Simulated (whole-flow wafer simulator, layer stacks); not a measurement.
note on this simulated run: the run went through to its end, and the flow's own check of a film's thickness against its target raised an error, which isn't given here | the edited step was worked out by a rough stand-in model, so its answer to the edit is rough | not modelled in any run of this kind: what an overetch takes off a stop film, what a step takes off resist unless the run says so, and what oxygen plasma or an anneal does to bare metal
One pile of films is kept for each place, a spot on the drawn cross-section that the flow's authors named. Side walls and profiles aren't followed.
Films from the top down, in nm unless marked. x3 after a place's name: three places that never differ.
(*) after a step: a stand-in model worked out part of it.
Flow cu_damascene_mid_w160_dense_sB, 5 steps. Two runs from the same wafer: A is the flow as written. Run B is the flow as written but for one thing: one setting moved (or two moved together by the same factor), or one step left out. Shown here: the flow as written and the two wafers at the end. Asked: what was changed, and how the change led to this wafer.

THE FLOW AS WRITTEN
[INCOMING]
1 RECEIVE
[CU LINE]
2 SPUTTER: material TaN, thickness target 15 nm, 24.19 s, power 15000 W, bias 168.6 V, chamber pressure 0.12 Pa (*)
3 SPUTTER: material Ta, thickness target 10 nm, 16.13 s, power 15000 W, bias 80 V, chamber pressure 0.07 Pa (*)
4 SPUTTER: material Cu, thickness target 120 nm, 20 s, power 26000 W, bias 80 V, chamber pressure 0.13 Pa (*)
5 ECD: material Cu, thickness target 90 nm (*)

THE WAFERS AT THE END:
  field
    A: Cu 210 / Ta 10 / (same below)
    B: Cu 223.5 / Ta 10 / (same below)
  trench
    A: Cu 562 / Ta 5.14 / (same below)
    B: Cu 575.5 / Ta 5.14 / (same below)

The cause: step 5, ECD: thickness target 103.5 nm was run, where the flow has thickness target 90 nm.

How the change led to this, step by step:
  5 ECD: material Cu, thickness target 90 nm (*)
      field: A Cu +90 | B Cu +103.5
      trench: A Cu +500 | B Cu +513.5
